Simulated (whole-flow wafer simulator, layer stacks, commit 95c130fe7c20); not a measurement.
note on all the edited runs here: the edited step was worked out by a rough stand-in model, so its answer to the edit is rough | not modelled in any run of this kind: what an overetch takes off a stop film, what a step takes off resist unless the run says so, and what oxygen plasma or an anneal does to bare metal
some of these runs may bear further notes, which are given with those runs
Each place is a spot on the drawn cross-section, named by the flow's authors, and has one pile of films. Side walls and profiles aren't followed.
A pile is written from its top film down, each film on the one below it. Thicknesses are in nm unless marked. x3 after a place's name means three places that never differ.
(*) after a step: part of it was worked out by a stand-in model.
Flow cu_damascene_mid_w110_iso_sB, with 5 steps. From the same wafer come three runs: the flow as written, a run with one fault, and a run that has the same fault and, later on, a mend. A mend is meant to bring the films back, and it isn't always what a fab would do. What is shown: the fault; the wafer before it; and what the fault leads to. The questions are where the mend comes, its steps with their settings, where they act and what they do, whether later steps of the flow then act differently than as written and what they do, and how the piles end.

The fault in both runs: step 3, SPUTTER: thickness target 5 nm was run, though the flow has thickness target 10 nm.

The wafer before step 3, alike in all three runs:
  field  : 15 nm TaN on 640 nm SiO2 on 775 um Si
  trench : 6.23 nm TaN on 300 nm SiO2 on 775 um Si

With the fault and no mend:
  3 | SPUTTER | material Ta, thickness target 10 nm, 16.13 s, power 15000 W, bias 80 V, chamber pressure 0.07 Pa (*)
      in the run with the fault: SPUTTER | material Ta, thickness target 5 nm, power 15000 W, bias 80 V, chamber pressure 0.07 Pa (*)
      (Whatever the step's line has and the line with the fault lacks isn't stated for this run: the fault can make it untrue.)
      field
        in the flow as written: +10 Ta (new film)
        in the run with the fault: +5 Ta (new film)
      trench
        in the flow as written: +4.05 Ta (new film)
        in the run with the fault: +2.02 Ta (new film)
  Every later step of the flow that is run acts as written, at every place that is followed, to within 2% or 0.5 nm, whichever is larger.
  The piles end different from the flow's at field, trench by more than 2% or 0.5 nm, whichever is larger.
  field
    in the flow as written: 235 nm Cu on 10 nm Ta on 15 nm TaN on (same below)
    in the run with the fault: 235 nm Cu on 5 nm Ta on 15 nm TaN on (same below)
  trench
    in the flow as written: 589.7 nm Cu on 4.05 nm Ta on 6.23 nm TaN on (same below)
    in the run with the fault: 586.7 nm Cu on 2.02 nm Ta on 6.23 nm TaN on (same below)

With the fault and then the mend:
  The mend follows step 3.
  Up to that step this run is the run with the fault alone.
  3a | SPUTTER | material Ta, thickness target 5 nm, power 15000 W, bias 80 V, chamber pressure 0.07 Pa (*) (the flow's step 3 again, with other settings)
      field
        +5 Ta
      trench
        +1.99 Ta
  Every later step of the flow that is run acts as written at every place that is followed.
  When the end is reached, the piles differ only a little from the flow's at the places that both follow, at most by 2% or 0.5 nm, whichever is larger.
